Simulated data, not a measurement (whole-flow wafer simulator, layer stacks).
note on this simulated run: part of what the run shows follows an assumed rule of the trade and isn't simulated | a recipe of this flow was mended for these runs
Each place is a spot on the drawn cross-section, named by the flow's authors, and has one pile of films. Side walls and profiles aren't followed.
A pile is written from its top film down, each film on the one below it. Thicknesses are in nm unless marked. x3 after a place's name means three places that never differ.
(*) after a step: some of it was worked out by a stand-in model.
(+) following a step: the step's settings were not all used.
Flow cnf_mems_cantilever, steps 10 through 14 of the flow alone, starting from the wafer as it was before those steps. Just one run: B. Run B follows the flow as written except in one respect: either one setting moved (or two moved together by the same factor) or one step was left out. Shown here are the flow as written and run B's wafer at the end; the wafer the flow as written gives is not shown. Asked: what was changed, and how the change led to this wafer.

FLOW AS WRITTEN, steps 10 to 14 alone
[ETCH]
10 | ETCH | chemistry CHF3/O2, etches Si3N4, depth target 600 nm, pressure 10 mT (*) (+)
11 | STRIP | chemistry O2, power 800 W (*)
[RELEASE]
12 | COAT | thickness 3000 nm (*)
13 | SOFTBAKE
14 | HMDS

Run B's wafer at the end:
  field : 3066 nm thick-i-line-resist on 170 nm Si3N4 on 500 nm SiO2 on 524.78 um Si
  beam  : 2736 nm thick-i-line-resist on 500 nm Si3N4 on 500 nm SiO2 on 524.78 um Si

What caused this: step 10, ETCH: depth target 330 nm was run, while the flow as written has depth target 600 nm.

The path from the change to this, step by step:
  10 | ETCH | chemistry CHF3/O2, etches Si3N4, depth target 600 nm, pressure 10 mT (*) (+)
      field: -330 Si3N4 (as written it would have been: -500 Si3N4 (all of it), -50 SiO2)
      beam: -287 KrF-resist (as written it would have been: -521.7 KrF-resist)
  11 | STRIP | chemistry O2, power 800 W (*)
      beam: -695.7 KrF-resist (all of it) (as written it would have been: -460.9 KrF-resist (all of it))
  12 | COAT | thickness 3000 nm (*)
      beam: +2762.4 thick-i-line-resist (new film) (as written it would have been: +2607.6 thick-i-line-resist (new film))
  13 | SOFTBAKE
      field: +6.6 thick-i-line-resist (as written it would have been: +11.9 thick-i-line-resist)
      beam: -26.4 thick-i-line-resist (as written it would have been: -47.6 thick-i-line-resist)
